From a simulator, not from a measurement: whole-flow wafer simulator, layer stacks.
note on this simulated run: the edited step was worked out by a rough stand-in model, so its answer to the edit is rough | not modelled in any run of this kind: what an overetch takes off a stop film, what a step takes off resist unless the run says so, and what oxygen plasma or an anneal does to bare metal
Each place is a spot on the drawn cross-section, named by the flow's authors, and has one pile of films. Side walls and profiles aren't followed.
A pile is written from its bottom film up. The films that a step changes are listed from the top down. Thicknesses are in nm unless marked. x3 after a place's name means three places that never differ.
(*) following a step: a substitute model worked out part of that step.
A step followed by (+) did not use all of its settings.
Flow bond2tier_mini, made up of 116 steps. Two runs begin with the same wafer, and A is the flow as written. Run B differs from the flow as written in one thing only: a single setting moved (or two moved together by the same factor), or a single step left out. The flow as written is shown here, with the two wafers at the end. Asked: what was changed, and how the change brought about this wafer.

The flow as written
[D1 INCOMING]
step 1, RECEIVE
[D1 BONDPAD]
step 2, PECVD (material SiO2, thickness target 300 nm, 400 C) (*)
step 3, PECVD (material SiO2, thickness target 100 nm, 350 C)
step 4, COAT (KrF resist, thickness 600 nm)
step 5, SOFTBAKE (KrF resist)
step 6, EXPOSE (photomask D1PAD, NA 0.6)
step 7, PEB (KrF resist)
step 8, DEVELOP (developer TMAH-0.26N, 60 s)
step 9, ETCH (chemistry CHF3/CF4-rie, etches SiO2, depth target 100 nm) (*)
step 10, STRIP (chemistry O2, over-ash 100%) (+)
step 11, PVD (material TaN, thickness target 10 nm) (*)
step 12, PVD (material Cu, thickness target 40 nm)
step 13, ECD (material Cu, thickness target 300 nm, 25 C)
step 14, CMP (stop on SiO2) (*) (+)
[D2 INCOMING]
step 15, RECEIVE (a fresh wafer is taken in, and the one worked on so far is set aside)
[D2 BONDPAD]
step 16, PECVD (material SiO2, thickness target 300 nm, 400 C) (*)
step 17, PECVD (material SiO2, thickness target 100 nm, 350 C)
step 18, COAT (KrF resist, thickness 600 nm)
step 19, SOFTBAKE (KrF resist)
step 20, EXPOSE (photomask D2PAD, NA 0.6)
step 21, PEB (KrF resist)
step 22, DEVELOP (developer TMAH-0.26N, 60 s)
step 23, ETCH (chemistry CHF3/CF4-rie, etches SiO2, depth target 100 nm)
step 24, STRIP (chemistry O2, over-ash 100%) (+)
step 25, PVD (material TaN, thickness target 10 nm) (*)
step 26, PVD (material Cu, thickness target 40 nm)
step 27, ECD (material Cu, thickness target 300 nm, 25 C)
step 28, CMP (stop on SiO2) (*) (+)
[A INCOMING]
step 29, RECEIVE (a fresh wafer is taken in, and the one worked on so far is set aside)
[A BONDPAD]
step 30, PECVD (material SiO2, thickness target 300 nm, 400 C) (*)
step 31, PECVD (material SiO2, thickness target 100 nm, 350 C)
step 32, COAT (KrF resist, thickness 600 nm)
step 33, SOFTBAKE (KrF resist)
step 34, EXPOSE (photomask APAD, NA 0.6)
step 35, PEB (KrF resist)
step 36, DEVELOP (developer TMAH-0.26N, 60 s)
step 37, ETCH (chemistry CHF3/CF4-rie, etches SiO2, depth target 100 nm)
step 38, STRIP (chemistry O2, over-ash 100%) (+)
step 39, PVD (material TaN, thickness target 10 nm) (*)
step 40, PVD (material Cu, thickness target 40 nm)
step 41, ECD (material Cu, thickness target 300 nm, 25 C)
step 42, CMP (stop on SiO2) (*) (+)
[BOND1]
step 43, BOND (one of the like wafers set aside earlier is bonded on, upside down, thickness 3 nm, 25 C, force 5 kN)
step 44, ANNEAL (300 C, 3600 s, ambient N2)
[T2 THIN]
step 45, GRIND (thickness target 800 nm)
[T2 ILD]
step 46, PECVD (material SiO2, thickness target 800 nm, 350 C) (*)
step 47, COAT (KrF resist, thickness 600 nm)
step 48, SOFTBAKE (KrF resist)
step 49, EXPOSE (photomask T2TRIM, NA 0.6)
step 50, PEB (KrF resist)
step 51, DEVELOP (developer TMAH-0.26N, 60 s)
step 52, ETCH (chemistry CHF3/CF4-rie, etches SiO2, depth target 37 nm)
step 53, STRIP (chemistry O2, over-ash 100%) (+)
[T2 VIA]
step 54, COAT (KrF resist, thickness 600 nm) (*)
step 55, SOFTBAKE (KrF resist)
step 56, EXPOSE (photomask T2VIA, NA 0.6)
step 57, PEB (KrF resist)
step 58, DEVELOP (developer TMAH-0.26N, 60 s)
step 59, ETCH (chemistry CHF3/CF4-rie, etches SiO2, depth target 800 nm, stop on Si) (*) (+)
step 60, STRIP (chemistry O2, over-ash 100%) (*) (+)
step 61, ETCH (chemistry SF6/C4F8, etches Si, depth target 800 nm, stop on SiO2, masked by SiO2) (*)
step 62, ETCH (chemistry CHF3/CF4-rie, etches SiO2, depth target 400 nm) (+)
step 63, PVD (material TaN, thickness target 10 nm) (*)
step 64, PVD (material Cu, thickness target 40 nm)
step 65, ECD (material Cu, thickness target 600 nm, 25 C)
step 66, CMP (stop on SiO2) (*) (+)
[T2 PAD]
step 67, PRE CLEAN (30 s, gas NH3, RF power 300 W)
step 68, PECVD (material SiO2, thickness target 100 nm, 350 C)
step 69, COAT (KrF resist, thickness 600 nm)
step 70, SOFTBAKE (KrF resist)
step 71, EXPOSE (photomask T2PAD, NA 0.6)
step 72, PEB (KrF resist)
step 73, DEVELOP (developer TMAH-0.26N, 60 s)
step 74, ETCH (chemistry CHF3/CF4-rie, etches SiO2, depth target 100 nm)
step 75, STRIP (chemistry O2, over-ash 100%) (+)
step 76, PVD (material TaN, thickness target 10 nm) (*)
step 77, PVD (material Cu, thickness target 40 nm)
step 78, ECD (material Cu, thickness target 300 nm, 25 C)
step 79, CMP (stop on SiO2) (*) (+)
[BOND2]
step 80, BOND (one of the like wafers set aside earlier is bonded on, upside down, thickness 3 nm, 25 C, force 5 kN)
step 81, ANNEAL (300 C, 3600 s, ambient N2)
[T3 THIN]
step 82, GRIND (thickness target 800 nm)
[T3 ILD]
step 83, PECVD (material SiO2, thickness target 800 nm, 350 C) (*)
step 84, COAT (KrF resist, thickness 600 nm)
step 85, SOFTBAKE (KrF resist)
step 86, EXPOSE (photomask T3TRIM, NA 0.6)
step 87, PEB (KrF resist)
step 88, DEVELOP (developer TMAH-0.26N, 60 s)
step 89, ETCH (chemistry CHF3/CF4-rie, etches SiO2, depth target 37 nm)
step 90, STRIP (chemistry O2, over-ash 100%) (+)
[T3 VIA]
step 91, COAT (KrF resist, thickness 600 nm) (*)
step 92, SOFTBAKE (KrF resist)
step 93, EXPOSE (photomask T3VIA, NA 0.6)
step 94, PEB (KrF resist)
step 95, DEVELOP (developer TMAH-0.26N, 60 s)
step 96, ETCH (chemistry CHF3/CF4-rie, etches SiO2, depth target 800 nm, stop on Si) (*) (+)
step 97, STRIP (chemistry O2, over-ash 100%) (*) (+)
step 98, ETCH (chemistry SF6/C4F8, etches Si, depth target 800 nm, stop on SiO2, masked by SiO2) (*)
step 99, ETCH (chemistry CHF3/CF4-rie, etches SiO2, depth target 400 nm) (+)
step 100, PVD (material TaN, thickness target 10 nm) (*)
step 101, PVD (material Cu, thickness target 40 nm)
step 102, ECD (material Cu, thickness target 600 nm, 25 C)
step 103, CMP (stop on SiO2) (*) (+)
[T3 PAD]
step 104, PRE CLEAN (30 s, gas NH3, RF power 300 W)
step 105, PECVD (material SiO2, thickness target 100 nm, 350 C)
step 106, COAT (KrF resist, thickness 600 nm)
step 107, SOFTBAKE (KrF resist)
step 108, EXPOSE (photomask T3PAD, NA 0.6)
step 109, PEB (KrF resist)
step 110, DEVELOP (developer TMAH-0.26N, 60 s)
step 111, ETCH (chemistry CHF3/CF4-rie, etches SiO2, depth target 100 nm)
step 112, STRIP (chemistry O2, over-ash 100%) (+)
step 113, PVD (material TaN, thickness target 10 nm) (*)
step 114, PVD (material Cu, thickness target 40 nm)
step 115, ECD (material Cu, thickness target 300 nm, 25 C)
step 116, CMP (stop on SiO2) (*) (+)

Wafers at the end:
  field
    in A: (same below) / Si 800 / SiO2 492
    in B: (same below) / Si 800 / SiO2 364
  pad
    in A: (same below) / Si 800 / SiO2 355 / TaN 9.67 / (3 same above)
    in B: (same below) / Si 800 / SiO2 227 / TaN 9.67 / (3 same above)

Cause: step 83, PECVD: thickness target 672 nm was run, though the flow has thickness target 800 nm.

How this came from the change, step by step:
  step 83, PECVD (material SiO2, thickness target 800 nm, 350 C) (*)
      field, pad: A SiO2 gains 800 (new film) | B SiO2 gains 672 (new film)
